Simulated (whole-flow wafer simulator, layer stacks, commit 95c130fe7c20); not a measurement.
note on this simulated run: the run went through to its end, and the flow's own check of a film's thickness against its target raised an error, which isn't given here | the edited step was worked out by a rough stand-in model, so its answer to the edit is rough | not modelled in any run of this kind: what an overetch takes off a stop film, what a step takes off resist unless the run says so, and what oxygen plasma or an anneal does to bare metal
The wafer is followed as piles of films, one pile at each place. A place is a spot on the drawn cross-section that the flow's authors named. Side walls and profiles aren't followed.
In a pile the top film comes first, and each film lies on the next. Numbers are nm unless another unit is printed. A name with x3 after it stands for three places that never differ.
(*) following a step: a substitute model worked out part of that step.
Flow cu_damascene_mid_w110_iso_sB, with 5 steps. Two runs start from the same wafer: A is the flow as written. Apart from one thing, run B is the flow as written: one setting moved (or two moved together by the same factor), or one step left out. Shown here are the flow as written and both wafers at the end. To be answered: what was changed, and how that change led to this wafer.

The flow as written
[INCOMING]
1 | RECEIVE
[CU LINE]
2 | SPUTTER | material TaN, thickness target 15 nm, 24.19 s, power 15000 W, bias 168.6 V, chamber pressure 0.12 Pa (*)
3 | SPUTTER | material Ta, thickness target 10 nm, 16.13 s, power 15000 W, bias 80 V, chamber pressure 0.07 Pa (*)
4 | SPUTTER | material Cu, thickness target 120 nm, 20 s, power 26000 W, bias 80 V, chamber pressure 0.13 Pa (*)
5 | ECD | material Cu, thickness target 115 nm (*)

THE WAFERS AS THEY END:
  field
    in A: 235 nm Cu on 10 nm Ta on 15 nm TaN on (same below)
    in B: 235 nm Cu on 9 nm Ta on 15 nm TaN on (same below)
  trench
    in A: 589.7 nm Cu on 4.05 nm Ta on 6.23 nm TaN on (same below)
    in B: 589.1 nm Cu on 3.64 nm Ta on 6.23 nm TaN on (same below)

Cause: step 3, SPUTTER: thickness target 9 nm was run, though the flow has thickness target 10 nm; step 3, SPUTTER: 14.52 s was run, where the flow has 16.13 s.
The wafer lets one read it off: field has Ta 9, and step 3 as written asks for 10 nm.

Step by step, how the change led to this:
  3 | SPUTTER | material Ta, thickness target 10 nm, 16.13 s, power 15000 W, bias 80 V, chamber pressure 0.07 Pa (*)
      field: A Ta gains 10 (new film) | B Ta gains 9 (new film)
